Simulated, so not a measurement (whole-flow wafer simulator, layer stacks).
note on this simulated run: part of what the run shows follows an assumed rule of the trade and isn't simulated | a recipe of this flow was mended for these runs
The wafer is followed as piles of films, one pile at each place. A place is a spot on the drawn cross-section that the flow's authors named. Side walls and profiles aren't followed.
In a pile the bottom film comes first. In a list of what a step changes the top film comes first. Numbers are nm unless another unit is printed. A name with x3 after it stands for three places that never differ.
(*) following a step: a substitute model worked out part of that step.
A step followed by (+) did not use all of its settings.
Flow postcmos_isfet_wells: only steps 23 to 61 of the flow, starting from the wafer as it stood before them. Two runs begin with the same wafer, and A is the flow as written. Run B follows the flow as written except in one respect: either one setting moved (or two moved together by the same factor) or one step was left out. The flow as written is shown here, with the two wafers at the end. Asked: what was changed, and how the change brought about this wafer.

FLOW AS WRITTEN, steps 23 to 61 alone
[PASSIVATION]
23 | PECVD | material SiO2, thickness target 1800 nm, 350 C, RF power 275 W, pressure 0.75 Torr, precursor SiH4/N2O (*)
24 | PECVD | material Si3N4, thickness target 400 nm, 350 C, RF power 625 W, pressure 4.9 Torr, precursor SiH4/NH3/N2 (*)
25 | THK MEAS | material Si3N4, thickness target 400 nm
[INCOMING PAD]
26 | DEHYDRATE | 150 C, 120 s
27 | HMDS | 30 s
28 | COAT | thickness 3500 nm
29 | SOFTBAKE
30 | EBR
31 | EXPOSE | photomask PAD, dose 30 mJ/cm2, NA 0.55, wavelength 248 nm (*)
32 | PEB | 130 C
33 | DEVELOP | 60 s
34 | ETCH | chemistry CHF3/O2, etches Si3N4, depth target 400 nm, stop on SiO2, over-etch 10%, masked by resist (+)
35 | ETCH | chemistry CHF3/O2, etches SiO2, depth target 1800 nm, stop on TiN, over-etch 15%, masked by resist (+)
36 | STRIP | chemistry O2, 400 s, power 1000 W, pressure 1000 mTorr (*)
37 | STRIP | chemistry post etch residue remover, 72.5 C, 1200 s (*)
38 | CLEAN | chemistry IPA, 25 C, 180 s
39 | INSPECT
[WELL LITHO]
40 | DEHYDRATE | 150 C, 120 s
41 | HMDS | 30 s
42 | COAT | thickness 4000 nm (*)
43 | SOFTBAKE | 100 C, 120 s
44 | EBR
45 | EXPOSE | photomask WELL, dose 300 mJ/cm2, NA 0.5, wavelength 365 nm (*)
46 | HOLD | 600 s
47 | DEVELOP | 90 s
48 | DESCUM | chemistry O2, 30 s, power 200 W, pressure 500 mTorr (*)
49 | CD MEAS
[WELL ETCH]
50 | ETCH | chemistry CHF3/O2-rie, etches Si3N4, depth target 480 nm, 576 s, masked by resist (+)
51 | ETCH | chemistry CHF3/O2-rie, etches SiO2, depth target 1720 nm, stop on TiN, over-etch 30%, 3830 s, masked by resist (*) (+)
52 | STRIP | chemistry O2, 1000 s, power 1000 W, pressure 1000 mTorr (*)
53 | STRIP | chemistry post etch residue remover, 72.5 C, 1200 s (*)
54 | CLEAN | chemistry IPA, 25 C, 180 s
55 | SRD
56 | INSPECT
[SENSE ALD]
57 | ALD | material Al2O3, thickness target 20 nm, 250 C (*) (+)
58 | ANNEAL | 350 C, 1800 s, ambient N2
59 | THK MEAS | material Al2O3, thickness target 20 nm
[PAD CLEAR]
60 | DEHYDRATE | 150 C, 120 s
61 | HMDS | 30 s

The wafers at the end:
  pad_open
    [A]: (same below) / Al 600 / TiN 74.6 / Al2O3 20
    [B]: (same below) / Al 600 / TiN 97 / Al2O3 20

What caused this: step 35, ETCH: depth target 1566 nm was run, while the flow as written has depth target 1800 nm.

The path from the change to this, step by step:
  35 | ETCH | chemistry CHF3/O2, etches SiO2, depth target 1800 nm, stop on TiN, over-etch 15%, masked by resist (+)
      field, margin x2, well900 x4, pad_clr: A thick-KrF-resist loses 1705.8 | B thick-KrF-resist loses 1500.8
      pad_open: A SiO2 loses 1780 (all of it), TiN loses 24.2 | B SiO2 loses 1780 (all of it), TiN loses 1.74
  36 | STRIP | chemistry O2, 400 s, power 1000 W, pressure 1000 mTorr (*)
      field, margin x2, well900 x4, pad_clr: A thick-KrF-resist loses 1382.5 (all of it) | B thick-KrF-resist loses 1587.6 (all of it)
